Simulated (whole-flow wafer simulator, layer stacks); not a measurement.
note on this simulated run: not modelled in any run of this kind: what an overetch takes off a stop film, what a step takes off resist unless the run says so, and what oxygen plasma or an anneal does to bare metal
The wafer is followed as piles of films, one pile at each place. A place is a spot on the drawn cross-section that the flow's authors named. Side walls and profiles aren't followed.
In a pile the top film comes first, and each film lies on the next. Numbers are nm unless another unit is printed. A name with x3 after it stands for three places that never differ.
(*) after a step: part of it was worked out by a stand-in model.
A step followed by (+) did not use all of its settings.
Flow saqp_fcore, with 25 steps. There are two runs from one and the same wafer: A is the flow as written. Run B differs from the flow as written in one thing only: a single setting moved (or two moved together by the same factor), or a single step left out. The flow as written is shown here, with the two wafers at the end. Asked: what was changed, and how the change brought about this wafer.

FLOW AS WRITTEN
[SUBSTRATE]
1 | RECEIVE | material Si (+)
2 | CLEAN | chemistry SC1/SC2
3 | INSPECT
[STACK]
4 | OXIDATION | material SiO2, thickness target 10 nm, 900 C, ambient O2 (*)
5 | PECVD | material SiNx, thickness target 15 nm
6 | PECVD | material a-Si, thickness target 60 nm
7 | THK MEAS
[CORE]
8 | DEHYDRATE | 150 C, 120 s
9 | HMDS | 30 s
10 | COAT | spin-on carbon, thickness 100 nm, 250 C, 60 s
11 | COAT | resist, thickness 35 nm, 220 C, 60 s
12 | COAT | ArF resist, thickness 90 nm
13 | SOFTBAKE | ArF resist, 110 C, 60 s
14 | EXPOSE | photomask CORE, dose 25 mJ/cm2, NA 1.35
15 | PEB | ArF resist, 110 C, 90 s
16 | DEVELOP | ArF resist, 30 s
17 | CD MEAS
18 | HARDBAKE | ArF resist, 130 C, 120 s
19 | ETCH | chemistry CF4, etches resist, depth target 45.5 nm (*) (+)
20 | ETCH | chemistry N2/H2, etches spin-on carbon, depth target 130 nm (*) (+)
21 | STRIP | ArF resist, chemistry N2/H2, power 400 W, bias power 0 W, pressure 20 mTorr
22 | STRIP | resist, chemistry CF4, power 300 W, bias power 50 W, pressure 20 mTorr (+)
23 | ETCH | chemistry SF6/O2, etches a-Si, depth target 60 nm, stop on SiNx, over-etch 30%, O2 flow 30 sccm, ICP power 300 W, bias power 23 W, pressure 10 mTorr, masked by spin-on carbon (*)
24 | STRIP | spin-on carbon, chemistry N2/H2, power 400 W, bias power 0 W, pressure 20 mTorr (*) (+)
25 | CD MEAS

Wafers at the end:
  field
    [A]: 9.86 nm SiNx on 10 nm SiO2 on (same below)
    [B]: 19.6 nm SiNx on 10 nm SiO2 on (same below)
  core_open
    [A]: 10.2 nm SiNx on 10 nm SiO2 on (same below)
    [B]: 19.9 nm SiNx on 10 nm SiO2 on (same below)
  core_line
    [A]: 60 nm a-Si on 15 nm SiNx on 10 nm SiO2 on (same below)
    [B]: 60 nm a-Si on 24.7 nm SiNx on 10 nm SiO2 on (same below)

Cause: step 5, PECVD: thickness target 24.7 nm was run, while the flow as written has thickness target 15 nm.
One can read it off the wafer: core_line has SiNx 24.7, and step 5 as written asks for 15 nm.

The path from the change to this, step by step:
  5 | PECVD | material SiNx, thickness target 15 nm
      field, core_open, core_line: A +15 SiNx (new film) | B +24.7 SiNx (new film)
